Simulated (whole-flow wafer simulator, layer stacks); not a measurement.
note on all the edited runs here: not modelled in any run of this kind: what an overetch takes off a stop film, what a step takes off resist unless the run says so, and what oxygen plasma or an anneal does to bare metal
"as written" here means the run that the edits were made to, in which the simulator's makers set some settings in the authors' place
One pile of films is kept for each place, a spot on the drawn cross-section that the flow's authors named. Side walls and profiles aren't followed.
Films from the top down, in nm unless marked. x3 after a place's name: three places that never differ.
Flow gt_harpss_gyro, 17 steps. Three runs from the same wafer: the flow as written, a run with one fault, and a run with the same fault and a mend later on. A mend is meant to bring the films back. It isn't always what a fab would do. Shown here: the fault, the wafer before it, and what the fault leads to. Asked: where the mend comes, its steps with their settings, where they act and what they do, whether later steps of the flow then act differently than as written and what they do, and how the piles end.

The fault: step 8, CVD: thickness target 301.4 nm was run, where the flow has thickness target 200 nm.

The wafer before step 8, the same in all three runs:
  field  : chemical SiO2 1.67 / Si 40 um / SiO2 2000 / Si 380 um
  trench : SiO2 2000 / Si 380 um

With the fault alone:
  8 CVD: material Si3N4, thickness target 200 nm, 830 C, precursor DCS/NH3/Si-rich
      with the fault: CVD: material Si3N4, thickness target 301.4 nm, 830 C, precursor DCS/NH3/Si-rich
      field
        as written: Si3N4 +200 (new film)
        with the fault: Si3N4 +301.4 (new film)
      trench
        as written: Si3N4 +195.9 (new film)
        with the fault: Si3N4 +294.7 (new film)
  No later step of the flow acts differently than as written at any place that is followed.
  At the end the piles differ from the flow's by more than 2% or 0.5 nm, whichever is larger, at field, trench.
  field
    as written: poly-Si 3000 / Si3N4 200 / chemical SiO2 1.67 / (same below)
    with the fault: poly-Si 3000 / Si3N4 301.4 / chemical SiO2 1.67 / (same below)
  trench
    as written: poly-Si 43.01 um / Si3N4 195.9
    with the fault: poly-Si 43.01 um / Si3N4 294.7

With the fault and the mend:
  The mend comes after step 8.
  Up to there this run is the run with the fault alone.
  8a ETCH: chemistry h3po4, depth target 346.3 nm
      field
        Si3N4 -301.4 (all of it)
      trench
        Si3N4 -294.7 (all of it)
  8b CLEAN: chemistry SPM (the flow's step 1 once more)
      changes no film at any place that is followed
  8c CVD: material Si3N4, thickness target 200 nm, 830 C, precursor DCS/NH3/Si-rich (the flow's step 8 once more)
      field
        Si3N4 +200 (new film)
      trench
        Si3N4 +195.9 (new film)
  No later step of the flow acts differently than as written at any place that is followed.
  At the end the piles are the same as the flow's at every place that both follow.
